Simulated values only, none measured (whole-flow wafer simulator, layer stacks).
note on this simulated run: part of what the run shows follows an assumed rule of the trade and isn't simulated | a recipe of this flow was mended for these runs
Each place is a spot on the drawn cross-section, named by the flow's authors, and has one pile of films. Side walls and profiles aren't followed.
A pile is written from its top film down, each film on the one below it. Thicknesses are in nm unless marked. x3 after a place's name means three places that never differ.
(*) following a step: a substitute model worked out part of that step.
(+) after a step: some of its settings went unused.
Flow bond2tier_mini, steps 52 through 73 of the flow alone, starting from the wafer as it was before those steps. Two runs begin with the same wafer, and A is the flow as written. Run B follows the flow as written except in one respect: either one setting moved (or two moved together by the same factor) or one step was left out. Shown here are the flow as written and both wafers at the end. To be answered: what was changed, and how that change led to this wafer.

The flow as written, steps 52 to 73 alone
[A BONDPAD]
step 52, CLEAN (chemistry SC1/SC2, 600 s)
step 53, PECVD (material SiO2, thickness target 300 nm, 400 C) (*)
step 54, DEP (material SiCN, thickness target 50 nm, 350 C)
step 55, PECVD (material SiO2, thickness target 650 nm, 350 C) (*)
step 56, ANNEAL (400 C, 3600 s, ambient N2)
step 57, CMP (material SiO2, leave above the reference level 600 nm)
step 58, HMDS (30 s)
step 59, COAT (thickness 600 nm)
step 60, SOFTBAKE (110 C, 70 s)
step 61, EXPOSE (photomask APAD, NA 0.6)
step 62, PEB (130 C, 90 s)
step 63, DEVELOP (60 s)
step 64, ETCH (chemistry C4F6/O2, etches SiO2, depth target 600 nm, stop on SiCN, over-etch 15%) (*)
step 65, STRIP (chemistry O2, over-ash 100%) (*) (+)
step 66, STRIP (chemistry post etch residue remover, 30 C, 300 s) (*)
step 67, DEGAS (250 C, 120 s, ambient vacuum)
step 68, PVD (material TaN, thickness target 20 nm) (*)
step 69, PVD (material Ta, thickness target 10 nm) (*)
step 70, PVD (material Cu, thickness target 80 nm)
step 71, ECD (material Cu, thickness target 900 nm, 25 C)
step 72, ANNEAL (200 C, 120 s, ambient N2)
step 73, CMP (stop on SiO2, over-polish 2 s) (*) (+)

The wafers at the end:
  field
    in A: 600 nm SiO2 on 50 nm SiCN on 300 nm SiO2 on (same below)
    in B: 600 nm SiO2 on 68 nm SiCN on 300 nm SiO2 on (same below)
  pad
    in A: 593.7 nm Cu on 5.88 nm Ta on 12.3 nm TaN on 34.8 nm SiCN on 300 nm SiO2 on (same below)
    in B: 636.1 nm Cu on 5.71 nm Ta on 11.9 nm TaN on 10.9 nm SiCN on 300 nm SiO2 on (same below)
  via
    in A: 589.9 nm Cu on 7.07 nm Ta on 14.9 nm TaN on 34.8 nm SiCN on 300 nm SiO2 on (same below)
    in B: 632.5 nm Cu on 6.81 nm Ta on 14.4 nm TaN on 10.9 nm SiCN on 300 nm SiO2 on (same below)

The reason: step 54, DEP: thickness target 68 nm was run, whereas the flow has thickness target 50 nm; step 64, ETCH: depth target 816 nm was run, where the flow has depth target 600 nm.
One can read it off the wafer: field has SiCN 68, and step 54 as written asks for 50 nm.

How this came from the change, step by step:
  step 54, DEP (material SiCN, thickness target 50 nm, 350 C)
      field, pad, via: A SiCN gains 50 (new film) | B SiCN gains 68 (new film)
  step 64, ETCH (chemistry C4F6/O2, etches SiO2, depth target 600 nm, stop on SiCN, over-etch 15%) (*)
      pad, via: A SiO2 loses 600 (all of it), SiCN loses 15.2 | B SiO2 loses 600 (all of it), SiCN loses 57.1
      field: A thick-KrF-resist loses 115 | B thick-KrF-resist loses 156.4
  step 65, STRIP (chemistry O2, over-ash 100%) (*) (+)
      field: A thick-KrF-resist loses 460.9 (all of it) | B thick-KrF-resist loses 419.5 (all of it)
  step 70, PVD (material Cu, thickness target 80 nm)
      pad: A Cu gains 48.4 (new film) | B Cu gains 47.1 (new film)
      via: A Cu gains 59 (new film) | B Cu gains 57 (new film)
  step 71, ECD (material Cu, thickness target 900 nm, 25 C)
      pad: A Cu gains 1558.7 | B Cu gains 1602.3
      via: A Cu gains 1544.3 | B Cu gains 1588.9
